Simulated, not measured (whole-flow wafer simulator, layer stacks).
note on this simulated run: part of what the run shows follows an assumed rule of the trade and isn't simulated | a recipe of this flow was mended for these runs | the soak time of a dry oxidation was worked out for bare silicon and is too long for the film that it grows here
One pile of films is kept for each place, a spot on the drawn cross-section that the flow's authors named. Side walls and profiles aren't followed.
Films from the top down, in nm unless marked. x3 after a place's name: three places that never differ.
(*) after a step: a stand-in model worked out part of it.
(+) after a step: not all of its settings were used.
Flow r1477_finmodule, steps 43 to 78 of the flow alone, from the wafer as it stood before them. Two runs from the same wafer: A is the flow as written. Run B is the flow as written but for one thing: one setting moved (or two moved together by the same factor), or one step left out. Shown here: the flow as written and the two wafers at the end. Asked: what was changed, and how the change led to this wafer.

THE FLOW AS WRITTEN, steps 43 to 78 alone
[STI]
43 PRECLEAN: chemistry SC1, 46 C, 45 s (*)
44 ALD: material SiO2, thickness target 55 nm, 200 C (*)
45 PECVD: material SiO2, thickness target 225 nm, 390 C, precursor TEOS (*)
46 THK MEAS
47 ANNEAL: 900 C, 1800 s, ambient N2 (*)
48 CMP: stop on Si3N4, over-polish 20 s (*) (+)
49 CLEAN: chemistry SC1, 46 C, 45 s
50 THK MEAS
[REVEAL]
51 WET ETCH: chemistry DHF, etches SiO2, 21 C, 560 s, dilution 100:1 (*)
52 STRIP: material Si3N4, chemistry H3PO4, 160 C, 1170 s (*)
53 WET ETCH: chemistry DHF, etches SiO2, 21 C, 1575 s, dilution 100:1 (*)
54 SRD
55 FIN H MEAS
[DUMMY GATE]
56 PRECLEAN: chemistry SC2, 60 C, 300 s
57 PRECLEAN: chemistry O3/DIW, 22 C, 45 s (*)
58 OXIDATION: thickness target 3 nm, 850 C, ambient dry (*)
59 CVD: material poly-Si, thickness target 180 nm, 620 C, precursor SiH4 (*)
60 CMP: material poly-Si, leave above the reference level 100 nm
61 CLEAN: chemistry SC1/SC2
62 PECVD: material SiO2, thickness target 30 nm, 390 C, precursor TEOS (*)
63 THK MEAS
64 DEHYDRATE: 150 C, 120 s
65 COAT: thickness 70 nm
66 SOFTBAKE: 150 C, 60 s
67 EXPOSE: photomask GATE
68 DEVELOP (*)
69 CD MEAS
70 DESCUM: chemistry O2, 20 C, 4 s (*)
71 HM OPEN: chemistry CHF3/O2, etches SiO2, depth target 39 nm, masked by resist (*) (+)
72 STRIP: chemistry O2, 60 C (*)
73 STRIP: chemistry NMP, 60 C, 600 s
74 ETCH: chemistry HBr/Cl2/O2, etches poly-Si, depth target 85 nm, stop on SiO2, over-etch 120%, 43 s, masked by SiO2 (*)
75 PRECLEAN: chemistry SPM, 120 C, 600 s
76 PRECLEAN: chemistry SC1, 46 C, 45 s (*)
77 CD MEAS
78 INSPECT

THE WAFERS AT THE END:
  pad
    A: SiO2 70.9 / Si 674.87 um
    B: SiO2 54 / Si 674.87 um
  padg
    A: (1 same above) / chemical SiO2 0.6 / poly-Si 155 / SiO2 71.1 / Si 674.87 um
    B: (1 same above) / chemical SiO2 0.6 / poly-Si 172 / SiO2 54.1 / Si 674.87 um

The cause: step 45, PECVD: thickness target 123.8 nm was run, where the flow has thickness target 225 nm.

How the change led to this, step by step:
  45 PECVD: material SiO2, thickness target 225 nm, 390 C, precursor TEOS (*)
      pad, padg, elg x4 and 30 more: A SiO2 +225 | B SiO2 +123.8
  47 ANNEAL: 900 C, 1800 s, ambient N2 (*)
      pad, padg, elg x4 and 30 more: A SiO2 -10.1 | B SiO2 -5.57
  48 CMP: stop on Si3N4, over-polish 20 s (*) (+)
      pad, padg: A SiO2 -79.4 | B nothing
      elg x4, esg x3, e200sg, elo x4, eso x3, e200so: A SiO2 -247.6 | B SiO2 -150.9
      (and at 18 more places)
  60 CMP: material poly-Si, leave above the reference level 100 nm
      pad, padg: A poly-Si -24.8 | B poly-Si -7.76
  74 ETCH: chemistry HBr/Cl2/O2, etches poly-Si, depth target 85 nm, stop on SiO2, over-etch 120%, 43 s, masked by SiO2 (*)
      pad: A chemical SiO2 -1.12 (all of it), poly-Si -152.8 (all of it), SiO2 -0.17 | B chemical SiO2 -1.12 (all of it), poly-Si -169.8 (all of it), SiO2 -0.09
